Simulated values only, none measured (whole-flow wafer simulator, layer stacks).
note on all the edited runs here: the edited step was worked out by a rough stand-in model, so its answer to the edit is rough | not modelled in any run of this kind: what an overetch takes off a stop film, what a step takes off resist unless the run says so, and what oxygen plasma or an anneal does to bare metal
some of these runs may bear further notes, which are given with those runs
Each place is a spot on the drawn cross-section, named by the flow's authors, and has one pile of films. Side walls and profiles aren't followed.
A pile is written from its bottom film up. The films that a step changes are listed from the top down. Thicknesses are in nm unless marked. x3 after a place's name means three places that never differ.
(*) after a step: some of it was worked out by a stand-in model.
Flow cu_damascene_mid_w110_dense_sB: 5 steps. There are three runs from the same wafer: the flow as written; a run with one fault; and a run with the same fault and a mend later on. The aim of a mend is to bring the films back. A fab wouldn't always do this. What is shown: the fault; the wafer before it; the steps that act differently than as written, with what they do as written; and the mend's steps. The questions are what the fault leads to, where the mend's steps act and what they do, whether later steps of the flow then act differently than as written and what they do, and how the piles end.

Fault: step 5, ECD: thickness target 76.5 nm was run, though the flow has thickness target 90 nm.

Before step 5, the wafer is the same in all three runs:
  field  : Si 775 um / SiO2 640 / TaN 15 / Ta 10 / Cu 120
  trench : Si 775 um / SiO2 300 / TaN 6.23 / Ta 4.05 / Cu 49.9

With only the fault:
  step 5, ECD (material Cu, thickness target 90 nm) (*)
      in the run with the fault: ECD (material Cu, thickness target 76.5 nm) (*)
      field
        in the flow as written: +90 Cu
        in the run with the fault: +76.5 Cu
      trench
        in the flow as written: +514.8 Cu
        in the run with the fault: +501.3 Cu
  Every later step of the flow that is run acts as written at every place that is followed.
  At field, trench, the piles at the end differ from the flow's by more than 2% or 0.5 nm, whichever is larger.
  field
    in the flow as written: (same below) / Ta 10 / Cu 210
    in the run with the fault: (same below) / Ta 10 / Cu 196.5
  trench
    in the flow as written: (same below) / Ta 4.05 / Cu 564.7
    in the run with the fault: (same below) / Ta 4.05 / Cu 551.2

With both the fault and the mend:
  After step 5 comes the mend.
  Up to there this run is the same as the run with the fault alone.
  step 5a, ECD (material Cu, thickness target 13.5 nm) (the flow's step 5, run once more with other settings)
      field, trench
        +13.5 Cu
  Every later step of the flow that is run acts as written at every place that is followed.
  The piles end the same as the flow's at every place that both follow.
